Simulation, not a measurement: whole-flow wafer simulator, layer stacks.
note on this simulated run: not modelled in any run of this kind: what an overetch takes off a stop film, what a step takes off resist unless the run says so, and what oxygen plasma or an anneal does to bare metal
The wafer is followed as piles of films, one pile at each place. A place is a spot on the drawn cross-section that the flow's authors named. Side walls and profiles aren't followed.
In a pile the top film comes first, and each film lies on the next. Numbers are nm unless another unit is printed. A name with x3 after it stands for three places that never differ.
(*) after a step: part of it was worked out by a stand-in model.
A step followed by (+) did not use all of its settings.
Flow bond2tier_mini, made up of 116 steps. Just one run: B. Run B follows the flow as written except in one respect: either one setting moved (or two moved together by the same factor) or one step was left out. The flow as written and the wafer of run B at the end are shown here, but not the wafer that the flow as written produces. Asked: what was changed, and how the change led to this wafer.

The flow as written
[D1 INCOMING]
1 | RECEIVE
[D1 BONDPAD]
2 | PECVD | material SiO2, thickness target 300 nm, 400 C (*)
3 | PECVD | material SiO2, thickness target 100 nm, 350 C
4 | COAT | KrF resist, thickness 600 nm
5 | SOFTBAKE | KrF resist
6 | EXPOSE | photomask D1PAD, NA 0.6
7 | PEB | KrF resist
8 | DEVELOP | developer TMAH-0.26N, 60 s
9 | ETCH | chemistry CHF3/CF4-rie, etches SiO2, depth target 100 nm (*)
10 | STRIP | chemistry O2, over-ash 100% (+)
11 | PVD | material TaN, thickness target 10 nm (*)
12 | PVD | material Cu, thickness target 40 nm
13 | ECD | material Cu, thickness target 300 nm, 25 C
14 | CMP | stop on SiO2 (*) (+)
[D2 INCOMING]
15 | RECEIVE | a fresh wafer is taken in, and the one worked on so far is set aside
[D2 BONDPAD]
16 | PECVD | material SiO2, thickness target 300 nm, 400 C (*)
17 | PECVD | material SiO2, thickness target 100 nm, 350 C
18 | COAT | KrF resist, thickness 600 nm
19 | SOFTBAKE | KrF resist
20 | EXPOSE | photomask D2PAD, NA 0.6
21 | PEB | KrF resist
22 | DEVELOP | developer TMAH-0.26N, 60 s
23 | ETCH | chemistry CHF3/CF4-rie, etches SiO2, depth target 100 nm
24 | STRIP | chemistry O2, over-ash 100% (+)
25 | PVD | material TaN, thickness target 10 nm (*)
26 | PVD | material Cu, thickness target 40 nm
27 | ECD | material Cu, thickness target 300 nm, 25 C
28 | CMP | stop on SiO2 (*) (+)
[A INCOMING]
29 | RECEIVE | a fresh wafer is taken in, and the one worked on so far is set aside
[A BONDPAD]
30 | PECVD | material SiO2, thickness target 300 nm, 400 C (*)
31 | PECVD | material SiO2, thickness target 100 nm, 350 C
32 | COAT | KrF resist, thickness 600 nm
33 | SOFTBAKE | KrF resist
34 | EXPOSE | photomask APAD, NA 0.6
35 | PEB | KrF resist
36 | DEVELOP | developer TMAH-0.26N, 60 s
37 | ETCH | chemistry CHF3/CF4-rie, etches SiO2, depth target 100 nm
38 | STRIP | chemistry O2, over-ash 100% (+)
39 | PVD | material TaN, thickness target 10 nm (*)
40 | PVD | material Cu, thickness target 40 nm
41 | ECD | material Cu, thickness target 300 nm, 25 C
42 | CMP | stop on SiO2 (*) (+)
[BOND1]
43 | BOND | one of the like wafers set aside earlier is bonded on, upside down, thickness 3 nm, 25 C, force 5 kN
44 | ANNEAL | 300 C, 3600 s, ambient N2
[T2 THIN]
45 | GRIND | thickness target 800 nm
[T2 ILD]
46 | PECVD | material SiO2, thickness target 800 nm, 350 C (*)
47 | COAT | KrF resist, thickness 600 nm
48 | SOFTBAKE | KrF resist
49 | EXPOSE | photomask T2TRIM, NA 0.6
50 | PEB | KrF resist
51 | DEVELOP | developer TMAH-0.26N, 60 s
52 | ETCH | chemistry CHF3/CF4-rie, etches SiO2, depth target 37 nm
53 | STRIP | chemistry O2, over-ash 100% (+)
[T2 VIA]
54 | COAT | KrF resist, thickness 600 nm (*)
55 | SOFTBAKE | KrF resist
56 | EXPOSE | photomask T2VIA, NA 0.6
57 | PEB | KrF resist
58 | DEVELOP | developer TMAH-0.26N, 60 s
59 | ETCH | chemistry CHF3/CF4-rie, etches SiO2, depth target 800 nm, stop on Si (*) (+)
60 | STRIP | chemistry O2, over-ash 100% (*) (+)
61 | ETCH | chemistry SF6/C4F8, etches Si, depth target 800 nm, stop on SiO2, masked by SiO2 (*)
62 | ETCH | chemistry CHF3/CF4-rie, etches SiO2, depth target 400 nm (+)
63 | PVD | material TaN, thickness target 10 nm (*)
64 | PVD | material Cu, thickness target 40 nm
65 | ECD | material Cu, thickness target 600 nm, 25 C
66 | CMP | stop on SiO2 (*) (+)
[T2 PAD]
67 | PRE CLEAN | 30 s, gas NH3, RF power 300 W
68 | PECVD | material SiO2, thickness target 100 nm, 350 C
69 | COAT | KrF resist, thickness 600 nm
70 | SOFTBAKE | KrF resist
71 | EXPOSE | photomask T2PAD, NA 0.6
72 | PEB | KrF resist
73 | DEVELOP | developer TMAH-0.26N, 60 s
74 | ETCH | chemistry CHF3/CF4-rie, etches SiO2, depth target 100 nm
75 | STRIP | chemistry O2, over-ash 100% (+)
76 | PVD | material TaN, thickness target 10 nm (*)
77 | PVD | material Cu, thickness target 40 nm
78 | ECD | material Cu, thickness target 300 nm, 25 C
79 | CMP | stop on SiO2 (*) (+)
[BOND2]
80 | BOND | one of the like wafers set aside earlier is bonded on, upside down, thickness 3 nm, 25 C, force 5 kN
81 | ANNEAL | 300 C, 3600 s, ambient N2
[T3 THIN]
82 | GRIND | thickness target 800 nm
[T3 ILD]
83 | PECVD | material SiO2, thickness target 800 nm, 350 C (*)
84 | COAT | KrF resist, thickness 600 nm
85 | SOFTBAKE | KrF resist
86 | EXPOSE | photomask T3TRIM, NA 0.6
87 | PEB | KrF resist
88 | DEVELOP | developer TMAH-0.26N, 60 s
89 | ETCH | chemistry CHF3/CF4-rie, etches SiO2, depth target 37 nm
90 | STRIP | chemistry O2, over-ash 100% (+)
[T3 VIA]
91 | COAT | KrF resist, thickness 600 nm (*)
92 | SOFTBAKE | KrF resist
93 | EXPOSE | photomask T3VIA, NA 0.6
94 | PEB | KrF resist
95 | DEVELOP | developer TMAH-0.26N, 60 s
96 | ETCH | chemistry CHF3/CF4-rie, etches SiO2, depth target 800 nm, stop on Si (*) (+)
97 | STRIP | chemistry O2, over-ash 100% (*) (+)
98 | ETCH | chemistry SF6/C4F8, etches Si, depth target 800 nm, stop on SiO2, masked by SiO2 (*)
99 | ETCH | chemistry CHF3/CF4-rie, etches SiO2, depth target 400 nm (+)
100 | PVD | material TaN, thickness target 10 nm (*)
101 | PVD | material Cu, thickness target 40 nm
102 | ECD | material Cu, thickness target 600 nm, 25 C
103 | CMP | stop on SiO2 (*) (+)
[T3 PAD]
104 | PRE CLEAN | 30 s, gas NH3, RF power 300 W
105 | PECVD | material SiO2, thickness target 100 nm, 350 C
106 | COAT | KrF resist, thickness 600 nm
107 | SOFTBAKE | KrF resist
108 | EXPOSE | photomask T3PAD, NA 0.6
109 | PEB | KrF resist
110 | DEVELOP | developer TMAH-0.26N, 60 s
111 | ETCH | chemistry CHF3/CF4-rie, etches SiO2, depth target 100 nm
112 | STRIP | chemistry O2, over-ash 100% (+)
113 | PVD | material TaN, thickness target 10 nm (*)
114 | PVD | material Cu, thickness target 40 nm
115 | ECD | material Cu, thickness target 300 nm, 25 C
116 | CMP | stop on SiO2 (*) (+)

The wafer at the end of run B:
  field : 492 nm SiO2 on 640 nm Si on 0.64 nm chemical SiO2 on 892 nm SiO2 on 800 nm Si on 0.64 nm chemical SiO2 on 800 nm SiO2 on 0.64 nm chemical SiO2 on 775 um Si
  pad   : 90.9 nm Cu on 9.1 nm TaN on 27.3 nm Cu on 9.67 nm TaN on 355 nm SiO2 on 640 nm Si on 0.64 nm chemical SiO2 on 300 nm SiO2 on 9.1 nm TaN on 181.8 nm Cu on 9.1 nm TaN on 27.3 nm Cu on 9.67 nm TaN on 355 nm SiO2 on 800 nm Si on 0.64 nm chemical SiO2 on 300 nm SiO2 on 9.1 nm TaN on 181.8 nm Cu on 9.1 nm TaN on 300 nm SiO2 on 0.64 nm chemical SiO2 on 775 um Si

What caused this: step 82, GRIND: thickness target 640 nm was run, though the flow has thickness target 800 nm.
The wafer itself shows it: field has Si 640, and step 82 as written asks for 800 nm.

Step by step, how the change led to this:
  82 | GRIND | thickness target 800 nm
      field, pad: Si loses 774.36 um (as written it would have been: Si loses 774.2 um)
